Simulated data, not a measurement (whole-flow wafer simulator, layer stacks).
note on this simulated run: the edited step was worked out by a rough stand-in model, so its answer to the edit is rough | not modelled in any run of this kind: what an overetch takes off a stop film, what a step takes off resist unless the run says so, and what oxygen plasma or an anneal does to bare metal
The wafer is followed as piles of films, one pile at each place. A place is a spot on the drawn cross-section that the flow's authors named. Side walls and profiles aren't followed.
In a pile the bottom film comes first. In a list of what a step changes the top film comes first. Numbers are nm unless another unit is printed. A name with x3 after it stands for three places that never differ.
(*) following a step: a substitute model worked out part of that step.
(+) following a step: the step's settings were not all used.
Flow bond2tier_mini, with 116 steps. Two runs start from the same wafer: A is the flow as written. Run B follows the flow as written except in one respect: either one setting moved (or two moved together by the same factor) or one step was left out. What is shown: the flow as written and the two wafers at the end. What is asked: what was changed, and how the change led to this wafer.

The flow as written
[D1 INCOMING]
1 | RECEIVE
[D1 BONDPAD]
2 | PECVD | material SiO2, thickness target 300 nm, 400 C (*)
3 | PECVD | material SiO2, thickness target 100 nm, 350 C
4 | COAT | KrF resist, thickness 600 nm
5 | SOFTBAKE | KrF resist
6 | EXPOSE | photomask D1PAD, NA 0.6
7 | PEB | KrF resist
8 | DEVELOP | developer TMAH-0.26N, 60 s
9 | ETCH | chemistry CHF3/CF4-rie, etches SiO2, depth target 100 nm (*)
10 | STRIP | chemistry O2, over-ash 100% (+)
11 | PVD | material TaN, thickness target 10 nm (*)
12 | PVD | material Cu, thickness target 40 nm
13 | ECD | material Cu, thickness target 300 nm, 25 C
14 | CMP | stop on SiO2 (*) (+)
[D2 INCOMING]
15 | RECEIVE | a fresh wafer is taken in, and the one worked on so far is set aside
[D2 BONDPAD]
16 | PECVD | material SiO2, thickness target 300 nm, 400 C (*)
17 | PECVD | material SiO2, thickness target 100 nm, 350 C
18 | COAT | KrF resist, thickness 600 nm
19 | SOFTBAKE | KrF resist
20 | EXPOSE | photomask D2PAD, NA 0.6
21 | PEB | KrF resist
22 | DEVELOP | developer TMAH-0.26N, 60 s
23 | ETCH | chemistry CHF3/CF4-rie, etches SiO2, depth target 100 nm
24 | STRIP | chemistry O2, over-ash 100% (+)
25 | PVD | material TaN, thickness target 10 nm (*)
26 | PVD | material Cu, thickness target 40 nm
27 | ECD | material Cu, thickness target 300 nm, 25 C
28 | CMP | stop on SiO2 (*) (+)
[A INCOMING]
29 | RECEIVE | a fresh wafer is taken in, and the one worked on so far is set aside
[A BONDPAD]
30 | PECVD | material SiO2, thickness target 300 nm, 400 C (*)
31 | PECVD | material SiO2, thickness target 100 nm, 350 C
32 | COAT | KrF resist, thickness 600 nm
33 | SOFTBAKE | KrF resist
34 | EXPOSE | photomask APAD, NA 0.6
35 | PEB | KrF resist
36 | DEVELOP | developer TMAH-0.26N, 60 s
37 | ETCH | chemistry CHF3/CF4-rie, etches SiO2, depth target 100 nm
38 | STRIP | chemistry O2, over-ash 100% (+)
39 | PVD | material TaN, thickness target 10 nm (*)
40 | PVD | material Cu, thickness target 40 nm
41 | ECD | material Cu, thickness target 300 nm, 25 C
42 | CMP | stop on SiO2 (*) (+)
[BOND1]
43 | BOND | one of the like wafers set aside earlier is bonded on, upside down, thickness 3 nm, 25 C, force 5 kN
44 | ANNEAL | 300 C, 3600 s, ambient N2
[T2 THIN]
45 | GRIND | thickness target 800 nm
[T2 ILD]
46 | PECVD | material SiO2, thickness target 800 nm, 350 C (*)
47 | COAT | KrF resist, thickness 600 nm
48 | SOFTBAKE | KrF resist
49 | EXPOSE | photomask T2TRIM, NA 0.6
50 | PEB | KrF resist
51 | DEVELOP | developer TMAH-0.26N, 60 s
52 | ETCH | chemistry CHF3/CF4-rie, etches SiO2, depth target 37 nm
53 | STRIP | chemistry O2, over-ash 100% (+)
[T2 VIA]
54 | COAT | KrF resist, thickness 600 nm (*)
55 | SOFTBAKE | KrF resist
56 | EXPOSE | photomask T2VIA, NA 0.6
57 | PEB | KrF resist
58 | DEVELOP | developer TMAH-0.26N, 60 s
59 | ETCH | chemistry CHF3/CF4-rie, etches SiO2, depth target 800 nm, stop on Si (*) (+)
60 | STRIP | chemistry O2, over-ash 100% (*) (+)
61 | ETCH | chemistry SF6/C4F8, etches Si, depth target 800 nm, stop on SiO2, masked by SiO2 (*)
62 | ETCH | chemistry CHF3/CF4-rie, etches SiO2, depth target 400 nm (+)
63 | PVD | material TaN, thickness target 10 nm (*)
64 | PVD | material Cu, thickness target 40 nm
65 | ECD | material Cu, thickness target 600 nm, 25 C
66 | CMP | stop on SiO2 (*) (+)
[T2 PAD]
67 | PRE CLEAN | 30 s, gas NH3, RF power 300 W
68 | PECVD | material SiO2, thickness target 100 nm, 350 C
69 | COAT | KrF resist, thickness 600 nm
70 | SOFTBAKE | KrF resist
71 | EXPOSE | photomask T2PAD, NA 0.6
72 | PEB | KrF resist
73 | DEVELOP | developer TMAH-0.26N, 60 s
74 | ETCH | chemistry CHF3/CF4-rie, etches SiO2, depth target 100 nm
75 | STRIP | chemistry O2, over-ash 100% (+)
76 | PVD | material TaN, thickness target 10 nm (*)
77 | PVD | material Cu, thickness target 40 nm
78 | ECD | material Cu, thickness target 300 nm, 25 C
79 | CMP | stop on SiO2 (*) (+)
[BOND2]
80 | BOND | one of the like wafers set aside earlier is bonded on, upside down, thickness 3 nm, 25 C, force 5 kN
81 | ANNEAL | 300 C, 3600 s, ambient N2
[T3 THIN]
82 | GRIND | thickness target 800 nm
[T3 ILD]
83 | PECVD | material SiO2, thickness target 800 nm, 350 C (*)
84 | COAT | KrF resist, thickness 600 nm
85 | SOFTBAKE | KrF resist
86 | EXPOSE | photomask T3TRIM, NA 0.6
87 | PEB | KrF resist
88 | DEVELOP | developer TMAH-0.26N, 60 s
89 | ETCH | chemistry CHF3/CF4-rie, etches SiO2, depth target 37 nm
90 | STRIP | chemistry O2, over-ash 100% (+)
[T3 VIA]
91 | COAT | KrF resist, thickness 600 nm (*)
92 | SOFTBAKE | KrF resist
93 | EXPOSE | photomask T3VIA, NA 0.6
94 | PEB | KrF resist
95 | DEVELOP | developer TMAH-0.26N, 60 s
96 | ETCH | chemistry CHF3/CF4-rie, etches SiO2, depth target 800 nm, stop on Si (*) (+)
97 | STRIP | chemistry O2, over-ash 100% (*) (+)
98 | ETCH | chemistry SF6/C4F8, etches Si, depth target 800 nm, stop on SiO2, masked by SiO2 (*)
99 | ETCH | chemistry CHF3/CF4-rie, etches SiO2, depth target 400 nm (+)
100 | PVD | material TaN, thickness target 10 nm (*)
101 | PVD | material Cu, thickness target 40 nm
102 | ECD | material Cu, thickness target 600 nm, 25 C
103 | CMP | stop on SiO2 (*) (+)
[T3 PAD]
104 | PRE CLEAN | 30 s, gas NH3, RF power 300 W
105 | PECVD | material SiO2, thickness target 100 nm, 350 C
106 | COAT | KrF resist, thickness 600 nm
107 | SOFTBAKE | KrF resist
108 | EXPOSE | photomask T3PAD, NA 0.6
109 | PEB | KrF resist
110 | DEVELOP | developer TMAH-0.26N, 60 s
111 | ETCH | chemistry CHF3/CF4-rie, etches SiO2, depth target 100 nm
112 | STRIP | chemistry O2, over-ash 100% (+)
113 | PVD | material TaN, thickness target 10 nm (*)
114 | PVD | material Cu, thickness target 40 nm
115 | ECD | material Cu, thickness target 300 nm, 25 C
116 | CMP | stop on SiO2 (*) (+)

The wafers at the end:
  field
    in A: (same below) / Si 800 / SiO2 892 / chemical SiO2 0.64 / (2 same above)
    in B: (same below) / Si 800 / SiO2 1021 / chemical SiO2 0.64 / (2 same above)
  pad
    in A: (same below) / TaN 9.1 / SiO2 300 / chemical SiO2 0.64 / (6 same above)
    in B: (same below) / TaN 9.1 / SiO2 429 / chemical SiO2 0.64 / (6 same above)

Cause: step 16, PECVD: thickness target 429 nm was run, whereas the flow has thickness target 300 nm.
The wafer itself shows it: pad has SiO2 429, and step 16 as written asks for 300 nm.

The path from the change to this, step by step:
  16 | PECVD | material SiO2, thickness target 300 nm, 400 C (*)
      field, pad, via: A SiO2 gains 300 (new film) | B SiO2 gains 429 (new film)
  80 | BOND | one of the like wafers set aside earlier is bonded on, upside down, thickness 3 nm, 25 C, force 5 kN
      field: A Si gains 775 um (new film), chemical SiO2 gains 0.64 (new film), SiO2 gains 400 | B Si gains 775 um (new film), chemical SiO2 gains 0.64 (new film), SiO2 gains 529
      pad: A Si gains 775 um (new film), chemical SiO2 gains 0.64 (new film), SiO2 gains 300 (new film), TaN gains 9.1 (new film), Cu gains 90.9 | B Si gains 775 um (new film), chemical SiO2 gains 0.64 (new film), SiO2 gains 429 (new film), TaN gains 9.1 (new film), Cu gains 90.9
